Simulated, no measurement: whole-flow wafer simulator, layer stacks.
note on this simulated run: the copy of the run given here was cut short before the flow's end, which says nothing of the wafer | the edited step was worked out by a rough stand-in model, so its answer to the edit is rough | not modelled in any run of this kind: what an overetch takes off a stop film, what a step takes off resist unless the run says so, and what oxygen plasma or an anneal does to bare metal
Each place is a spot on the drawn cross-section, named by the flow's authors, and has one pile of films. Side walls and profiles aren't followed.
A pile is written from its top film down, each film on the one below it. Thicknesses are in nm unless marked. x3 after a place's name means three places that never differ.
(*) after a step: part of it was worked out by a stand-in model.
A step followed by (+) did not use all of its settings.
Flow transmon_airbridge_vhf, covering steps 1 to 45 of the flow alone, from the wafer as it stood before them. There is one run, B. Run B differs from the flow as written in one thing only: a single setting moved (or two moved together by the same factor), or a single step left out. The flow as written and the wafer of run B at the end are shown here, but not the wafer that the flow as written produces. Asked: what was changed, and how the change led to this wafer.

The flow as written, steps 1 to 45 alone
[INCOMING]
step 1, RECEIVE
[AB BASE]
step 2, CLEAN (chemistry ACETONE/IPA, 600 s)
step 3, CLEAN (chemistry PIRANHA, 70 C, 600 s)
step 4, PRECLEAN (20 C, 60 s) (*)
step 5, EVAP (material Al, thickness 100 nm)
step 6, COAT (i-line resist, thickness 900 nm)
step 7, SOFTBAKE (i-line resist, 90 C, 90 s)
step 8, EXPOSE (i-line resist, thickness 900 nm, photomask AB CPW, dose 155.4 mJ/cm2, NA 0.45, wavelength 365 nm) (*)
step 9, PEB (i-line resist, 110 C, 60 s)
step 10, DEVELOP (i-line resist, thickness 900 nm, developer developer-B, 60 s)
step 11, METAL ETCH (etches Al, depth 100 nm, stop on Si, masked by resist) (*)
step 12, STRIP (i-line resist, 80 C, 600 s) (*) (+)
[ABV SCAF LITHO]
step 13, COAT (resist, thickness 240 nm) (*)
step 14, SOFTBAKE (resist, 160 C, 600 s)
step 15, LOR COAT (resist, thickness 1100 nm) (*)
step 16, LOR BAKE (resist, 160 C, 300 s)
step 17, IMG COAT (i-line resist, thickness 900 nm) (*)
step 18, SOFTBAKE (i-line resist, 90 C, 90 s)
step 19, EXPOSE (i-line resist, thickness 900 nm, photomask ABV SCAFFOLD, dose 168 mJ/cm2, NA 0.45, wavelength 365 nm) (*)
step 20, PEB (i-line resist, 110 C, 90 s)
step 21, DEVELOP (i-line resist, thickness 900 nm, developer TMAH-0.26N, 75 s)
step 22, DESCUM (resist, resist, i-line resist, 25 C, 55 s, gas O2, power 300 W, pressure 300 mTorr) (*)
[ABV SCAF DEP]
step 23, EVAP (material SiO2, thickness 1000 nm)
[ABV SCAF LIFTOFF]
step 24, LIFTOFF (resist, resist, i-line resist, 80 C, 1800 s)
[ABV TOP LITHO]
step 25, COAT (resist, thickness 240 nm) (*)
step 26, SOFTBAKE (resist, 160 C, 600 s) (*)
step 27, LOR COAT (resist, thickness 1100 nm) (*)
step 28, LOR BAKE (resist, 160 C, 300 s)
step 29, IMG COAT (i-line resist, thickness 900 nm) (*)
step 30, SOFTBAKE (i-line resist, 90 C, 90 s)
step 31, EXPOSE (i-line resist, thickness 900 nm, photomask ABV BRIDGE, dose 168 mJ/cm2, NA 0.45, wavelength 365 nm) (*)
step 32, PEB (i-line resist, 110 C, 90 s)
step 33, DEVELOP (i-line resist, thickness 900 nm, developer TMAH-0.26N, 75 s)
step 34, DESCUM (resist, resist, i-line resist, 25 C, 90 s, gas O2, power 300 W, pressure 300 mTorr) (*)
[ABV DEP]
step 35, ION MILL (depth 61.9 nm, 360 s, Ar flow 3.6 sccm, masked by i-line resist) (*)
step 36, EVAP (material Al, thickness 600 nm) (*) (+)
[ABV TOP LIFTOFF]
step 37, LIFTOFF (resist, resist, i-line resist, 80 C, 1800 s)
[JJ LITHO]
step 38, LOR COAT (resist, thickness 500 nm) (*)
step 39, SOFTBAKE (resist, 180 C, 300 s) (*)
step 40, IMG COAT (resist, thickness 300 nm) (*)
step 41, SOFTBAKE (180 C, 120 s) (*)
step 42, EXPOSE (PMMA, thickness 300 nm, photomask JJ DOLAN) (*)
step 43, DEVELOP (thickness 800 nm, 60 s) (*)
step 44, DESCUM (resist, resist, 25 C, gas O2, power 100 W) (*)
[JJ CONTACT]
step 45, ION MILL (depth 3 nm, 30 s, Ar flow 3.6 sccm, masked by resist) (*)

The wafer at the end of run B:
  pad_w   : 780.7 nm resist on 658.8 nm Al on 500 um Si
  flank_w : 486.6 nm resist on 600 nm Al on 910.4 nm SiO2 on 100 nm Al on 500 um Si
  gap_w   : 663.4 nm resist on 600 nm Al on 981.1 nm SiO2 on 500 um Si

Cause: step 35, ION MILL: depth 32.5 nm was run, while the flow as written has depth 61.9 nm; step 35, ION MILL: 189 s was run, where the flow has 360 s.

How this came from the change, step by step:
  step 35, ION MILL (depth 61.9 nm, 360 s, Ar flow 3.6 sccm, masked by i-line resist) (*)
      field x3, jj_line, ground_far, trace_open_s x2, margin_s, margin_n: i-line resist loses 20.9 (it would be, as written: i-line resist loses 39.7)
      flank_w, gap_w, cpw_trace, gap_e, flank_e, bridge_strip: SiO2 loses 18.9 (it would be, as written: SiO2 loses 36)
      (and at 2 other places as well)
  step 37, LIFTOFF (resist, resist, i-line resist, 80 C, 1800 s)
      field x3, jj_line, trace_open_s x2: Al loses 600 (all of it), i-line resist loses 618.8 (all of it), resist loses 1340 (all of it) (it would be, as written: Al loses 600 (all of it), i-line resist loses 600 (all of it), resist loses 1340 (all of it))
      margin_s, margin_n: Al loses 600 (all of it), i-line resist loses 337.1 (all of it), resist loses 992 (all of it) (it would be, as written: Al loses 600 (all of it), i-line resist loses 318.3 (all of it), resist loses 992 (all of it))
      (and at 1 other place as well)
